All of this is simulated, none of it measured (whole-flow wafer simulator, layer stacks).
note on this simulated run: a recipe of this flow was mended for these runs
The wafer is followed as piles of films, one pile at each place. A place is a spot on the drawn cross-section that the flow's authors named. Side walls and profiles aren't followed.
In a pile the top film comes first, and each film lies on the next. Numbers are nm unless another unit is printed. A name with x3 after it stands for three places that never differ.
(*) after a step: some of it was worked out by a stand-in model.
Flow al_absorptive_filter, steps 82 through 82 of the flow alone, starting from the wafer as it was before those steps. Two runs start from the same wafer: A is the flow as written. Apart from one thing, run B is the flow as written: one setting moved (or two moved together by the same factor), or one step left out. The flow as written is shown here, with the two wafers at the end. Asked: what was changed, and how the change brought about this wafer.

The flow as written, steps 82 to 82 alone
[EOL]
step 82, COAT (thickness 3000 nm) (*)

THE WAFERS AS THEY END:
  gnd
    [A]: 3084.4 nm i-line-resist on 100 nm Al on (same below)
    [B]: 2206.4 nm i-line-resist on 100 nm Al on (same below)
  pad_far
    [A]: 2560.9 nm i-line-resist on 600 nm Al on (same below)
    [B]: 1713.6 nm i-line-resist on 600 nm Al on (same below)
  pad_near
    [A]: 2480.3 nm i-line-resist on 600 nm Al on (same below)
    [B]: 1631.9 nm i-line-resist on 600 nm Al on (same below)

What caused this: step 82, COAT: thickness 2124 nm was run, while the flow as written has thickness 3000 nm.

Step by step, how the change led to this:
  step 82, COAT (thickness 3000 nm) (*)
      xa_field, xl_land, idc_field: A +3000 i-line-resist (new film) | B +2124 i-line-resist (new film)
      gnd: A +3084.4 i-line-resist (new film) | B +2206.4 i-line-resist (new film)
      (and at 10 other places as well)
